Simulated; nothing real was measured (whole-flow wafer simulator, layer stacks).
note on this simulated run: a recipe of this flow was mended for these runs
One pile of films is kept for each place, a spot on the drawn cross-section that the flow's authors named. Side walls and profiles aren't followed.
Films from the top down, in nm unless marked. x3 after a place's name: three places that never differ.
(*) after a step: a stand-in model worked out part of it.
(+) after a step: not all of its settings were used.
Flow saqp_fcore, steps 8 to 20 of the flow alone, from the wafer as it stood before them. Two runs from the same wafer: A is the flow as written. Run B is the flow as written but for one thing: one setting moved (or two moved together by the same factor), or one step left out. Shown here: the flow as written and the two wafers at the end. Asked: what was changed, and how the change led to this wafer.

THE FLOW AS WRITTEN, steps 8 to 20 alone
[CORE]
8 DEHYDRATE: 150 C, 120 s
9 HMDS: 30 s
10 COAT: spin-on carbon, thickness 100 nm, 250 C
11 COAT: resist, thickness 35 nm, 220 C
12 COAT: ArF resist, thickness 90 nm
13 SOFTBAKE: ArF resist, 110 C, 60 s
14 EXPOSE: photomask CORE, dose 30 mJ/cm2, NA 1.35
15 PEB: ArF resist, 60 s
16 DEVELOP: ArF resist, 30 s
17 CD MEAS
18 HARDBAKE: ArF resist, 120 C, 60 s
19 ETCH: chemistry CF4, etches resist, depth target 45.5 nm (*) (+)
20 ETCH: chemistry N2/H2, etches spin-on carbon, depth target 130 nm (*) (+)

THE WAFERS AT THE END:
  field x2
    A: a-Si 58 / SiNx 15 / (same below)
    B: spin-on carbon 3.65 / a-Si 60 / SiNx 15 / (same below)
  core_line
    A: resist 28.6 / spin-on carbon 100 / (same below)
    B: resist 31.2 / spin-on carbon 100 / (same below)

The cause: step 20, ETCH: depth target 91.1 nm was run, where the flow has depth target 130 nm.

How the change led to this, step by step:
  20 ETCH: chemistry N2/H2, etches spin-on carbon, depth target 130 nm (*) (+)
      field x2: A spin-on carbon -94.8 (all of it), a-Si -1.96 | B spin-on carbon -91.1
      core_line: A ArF resist -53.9 (all of it), resist -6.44 | B ArF resist -53.9 (all of it), resist -3.84
